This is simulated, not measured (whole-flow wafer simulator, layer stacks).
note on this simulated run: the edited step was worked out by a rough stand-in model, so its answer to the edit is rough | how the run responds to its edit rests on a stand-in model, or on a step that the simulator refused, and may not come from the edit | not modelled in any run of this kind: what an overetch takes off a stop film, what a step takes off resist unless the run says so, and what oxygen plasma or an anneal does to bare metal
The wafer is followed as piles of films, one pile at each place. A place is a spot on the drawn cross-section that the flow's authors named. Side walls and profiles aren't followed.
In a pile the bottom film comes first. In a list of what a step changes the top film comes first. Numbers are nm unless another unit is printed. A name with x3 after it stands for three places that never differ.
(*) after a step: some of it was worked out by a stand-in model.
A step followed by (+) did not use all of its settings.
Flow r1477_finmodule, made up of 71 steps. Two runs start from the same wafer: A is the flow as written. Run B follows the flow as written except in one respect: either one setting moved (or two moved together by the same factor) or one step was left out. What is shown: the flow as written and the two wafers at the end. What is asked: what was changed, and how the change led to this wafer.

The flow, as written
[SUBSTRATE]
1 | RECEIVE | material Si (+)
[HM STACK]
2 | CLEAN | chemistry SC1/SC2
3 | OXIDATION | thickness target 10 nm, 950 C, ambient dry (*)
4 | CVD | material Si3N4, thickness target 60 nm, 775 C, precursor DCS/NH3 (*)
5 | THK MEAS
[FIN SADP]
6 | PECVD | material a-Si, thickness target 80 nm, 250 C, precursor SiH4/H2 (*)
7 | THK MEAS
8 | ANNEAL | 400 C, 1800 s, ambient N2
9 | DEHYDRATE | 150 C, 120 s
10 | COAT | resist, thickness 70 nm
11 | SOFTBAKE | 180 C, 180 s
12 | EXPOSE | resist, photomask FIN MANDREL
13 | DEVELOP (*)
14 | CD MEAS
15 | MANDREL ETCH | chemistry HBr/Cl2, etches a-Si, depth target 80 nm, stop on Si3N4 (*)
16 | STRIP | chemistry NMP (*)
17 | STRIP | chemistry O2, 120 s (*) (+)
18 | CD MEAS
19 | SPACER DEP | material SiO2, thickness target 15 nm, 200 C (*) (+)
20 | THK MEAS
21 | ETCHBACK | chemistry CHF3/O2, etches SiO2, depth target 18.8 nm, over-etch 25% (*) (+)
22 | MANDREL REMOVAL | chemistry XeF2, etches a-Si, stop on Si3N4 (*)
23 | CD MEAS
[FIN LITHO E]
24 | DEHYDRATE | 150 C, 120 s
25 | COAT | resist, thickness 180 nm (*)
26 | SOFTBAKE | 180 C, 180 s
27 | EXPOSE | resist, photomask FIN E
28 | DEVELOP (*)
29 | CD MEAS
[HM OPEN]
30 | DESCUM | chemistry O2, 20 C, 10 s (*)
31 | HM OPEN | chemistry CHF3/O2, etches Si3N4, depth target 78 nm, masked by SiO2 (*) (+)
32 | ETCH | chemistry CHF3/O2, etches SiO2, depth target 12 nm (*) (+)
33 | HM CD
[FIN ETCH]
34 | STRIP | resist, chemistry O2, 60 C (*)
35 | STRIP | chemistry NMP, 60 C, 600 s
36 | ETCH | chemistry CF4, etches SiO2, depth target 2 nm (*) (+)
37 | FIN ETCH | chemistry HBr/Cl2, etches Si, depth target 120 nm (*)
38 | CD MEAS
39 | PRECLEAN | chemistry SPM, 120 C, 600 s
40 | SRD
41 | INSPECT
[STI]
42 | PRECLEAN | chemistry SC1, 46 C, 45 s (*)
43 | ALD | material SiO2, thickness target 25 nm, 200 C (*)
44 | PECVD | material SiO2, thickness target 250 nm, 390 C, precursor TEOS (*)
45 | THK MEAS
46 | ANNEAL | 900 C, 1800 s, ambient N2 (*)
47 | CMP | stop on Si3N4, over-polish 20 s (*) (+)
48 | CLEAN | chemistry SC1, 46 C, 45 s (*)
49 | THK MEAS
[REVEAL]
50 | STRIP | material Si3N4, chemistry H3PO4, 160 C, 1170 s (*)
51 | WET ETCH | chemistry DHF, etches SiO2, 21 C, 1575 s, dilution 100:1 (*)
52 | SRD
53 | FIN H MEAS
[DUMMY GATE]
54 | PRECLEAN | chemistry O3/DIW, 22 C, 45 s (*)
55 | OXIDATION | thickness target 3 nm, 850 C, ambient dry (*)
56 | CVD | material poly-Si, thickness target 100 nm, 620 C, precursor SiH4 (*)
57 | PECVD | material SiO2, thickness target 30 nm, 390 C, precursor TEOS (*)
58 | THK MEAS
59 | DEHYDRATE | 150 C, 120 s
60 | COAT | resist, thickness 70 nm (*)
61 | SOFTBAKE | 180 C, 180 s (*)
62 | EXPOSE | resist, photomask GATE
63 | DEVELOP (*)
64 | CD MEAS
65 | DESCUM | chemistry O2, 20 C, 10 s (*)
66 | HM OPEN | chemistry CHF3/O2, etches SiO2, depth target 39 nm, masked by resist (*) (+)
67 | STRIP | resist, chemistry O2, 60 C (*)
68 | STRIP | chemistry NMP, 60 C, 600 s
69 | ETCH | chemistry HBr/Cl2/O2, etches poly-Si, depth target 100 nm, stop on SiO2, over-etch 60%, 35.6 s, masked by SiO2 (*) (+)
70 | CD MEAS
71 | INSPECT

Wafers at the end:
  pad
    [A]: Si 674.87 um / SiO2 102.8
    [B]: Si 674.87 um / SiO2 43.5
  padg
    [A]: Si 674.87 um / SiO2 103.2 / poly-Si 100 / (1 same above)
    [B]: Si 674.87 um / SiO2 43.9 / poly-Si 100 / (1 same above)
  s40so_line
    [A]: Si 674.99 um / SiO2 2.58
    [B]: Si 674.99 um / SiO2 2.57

What caused this: step 44, PECVD: thickness target 112.5 nm was run, whereas the flow has thickness target 250 nm.

Step by step, how the change led to this:
  44 | PECVD | material SiO2, thickness target 250 nm, 390 C, precursor TEOS (*)
      pad, padg, elg and 33 more: A SiO2 gains 250 | B SiO2 gains 112.5
  46 | ANNEAL | 900 C, 1800 s, ambient N2 (*)
      pad, padg, elg and 33 more: A SiO2 loses 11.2 | B SiO2 loses 5.06
  47 | CMP | stop on Si3N4, over-polish 20 s (*) (+)
      pad, padg, e40sg and 11 more: A SiO2 loses 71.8 | B nothing
      eso: A SiO2 loses 72.4 | B nothing
      (as well as at 21 more places)
  60 | COAT | resist, thickness 70 nm (*)
      e40lg, e100lg, e200lg, elo, e40lo, e100lo, e200lo: A resist gains 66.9 (new film) | B resist gains 63.9 (new film)
      e40sg, e40so: A resist gains 129.5 (new film) | B resist gains 186 (new film)
      (as well as at 23 more places)
  63 | DEVELOP (*)
      elo, e40lo, e100lo, e200lo: A resist loses 66.9 (all of it) | B resist loses 63.9 (all of it)
      eso: A resist loses 129.5 (all of it) | B resist loses 185.3 (all of it)
      (as well as at 12 more places)
  67 | STRIP | resist, chemistry O2, 60 C (*)
      e40lg, e100lg: A resist loses 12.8 (all of it) | B resist loses 9.79 (all of it)
      e40sg: A resist loses 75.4 (all of it) | B resist loses 131.8 (all of it)
      (as well as at 12 more places)
